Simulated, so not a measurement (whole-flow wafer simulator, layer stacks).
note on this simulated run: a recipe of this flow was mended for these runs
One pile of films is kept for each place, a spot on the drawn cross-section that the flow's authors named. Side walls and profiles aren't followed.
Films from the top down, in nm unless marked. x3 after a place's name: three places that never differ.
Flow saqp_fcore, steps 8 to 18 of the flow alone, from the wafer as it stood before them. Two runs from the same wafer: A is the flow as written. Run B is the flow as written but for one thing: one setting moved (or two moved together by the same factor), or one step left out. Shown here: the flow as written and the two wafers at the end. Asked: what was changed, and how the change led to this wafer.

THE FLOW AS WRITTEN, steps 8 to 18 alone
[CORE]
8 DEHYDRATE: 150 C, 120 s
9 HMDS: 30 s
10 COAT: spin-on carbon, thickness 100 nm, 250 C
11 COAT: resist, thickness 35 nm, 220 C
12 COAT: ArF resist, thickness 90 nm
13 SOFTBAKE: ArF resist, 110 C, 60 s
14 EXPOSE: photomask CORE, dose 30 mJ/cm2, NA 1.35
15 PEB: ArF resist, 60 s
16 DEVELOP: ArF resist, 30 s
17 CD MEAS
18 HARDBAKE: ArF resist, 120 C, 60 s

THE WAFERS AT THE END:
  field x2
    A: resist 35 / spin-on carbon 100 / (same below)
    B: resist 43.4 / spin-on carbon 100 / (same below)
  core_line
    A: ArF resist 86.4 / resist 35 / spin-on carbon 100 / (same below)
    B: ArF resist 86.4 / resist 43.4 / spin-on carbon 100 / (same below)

The cause: step 11, COAT: thickness 43.4 nm was run, where the flow has thickness 35 nm.
It can be read off the wafer: field x2 has resist 43.4, and step 11 as written asks for 35 nm.

How the change led to this, step by step:
  11 COAT: resist, thickness 35 nm, 220 C
      field x2, core_line: A resist +35 (new film) | B resist +43.4 (new film)
